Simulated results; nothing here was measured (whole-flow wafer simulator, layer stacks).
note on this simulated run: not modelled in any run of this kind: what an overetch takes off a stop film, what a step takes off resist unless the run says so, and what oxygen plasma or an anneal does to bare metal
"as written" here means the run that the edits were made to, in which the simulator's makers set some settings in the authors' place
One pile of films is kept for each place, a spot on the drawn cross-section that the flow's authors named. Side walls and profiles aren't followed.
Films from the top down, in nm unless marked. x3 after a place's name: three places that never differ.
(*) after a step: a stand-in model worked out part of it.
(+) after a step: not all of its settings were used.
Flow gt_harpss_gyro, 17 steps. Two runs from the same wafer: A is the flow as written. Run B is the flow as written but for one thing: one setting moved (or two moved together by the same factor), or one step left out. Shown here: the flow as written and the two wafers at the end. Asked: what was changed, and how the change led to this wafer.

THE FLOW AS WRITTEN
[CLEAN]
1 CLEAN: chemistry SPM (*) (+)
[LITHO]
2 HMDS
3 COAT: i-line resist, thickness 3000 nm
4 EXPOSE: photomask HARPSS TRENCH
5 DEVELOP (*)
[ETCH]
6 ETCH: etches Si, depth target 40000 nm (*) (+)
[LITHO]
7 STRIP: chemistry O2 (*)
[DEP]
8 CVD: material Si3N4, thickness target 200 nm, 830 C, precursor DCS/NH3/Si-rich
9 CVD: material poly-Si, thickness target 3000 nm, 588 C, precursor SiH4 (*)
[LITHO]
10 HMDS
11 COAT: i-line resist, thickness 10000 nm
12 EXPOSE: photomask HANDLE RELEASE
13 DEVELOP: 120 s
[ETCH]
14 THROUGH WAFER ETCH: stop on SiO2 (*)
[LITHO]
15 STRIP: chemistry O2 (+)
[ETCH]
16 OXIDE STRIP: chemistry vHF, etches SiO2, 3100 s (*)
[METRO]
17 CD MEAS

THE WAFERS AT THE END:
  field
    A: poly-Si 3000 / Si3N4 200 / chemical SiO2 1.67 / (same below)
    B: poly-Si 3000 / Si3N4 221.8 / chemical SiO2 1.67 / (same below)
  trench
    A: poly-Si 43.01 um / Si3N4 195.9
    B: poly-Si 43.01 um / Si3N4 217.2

The cause: step 8, CVD: thickness target 221.8 nm was run, where the flow has thickness target 200 nm.
It can be read off the wafer: field has Si3N4 221.8, and step 8 as written asks for 200 nm.

How the change led to this, step by step:
  8 CVD: material Si3N4, thickness target 200 nm, 830 C, precursor DCS/NH3/Si-rich
      field: A Si3N4 +200 (new film) | B Si3N4 +221.8 (new film)
      trench: A Si3N4 +195.9 (new film) | B Si3N4 +217.2 (new film)
